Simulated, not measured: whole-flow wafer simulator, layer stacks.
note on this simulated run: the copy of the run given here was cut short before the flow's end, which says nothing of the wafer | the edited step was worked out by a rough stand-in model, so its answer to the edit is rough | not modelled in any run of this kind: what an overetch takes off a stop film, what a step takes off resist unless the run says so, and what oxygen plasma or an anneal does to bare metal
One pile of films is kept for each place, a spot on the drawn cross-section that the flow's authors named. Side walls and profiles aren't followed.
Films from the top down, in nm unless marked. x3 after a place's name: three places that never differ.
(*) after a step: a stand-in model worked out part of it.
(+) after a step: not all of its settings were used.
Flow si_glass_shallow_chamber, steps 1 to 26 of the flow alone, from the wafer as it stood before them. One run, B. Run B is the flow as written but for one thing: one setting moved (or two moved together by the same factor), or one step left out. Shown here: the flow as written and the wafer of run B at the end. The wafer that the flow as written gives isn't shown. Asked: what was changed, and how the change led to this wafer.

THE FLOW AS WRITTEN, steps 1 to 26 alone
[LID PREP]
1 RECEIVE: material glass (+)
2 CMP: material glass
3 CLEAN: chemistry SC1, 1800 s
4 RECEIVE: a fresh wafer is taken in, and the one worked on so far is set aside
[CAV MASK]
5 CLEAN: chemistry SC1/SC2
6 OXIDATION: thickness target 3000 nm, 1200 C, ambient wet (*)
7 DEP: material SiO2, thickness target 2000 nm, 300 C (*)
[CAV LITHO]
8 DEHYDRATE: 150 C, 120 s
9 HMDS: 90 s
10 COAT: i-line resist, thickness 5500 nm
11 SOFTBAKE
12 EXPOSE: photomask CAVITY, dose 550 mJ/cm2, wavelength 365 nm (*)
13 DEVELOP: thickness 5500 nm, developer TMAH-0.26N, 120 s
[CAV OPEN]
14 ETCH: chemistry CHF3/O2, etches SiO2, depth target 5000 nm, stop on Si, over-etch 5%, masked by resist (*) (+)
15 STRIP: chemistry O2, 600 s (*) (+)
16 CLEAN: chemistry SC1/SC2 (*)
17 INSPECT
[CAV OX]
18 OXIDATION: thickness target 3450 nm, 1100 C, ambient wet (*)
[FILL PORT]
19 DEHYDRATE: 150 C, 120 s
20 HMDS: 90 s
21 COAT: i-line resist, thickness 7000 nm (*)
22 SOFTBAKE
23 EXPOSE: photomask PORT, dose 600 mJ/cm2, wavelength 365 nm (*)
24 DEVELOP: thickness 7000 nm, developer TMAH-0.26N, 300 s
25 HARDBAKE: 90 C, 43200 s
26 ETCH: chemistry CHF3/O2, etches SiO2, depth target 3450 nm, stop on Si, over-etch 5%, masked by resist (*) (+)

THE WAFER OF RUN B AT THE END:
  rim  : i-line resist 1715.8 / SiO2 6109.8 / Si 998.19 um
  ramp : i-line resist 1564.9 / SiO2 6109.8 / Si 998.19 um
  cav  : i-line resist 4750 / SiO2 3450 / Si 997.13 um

The cause: step 14, ETCH: over-etch 3% was run, where the flow has over-etch 5%.

How the change led to this, step by step:
  14 ETCH: chemistry CHF3/O2, etches SiO2, depth target 5000 nm, stop on Si, over-etch 5%, masked by resist (*) (+)
      cav, port: SiO2 -5000 (all of it), Si -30 (as written it would be: SiO2 -5000 (all of it), Si -50)
  15 STRIP: chemistry O2, 600 s (*) (+)
      rim, ramp, septum, ring: i-line resist -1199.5 (all of it) (as written it would be: i-line resist -1116.2 (all of it))
